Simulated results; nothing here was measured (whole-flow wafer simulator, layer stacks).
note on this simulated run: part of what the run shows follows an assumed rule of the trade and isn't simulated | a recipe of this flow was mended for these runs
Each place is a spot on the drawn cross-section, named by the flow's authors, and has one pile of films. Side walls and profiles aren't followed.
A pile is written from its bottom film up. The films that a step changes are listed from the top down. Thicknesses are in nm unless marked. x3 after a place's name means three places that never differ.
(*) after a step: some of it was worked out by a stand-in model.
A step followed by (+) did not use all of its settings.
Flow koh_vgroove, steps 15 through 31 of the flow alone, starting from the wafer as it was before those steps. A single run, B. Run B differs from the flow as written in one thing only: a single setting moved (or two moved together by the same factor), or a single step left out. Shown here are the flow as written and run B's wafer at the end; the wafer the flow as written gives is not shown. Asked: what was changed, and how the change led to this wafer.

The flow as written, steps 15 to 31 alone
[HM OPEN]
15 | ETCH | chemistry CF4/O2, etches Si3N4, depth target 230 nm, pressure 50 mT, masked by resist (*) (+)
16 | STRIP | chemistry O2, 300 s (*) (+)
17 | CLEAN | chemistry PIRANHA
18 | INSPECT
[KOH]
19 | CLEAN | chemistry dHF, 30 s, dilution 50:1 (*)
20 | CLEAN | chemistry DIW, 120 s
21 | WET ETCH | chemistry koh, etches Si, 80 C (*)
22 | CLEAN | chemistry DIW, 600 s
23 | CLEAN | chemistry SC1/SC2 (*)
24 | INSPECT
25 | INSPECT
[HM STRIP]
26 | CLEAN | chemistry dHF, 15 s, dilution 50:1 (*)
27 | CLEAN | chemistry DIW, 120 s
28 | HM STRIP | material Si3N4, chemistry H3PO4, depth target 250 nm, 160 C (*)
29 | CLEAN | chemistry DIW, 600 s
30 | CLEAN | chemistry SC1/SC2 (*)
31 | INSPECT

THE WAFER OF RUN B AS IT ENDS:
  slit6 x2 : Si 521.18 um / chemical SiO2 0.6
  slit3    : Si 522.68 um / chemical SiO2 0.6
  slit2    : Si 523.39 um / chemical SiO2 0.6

Cause: step 15, ETCH: depth target 280 nm was run, while the flow as written has depth target 230 nm.

The path from the change to this, step by step:
  15 | ETCH | chemistry CF4/O2, etches Si3N4, depth target 230 nm, pressure 50 mT, masked by resist (*) (+)
      slit3, slit2, slit6 x2: -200 Si3N4 (all of it), -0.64 chemical SiO2 (all of it), -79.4 Si (in the flow as written it would be: -200 Si3N4 (all of it), -0.64 chemical SiO2 (all of it), -29.4 Si)
      field: -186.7 i-line-resist (in the flow as written it would be: -153.3 i-line-resist)
  16 | STRIP | chemistry O2, 300 s (*) (+)
      field: -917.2 i-line-resist (all of it) (in the flow as written it would be: -950.6 i-line-resist (all of it))
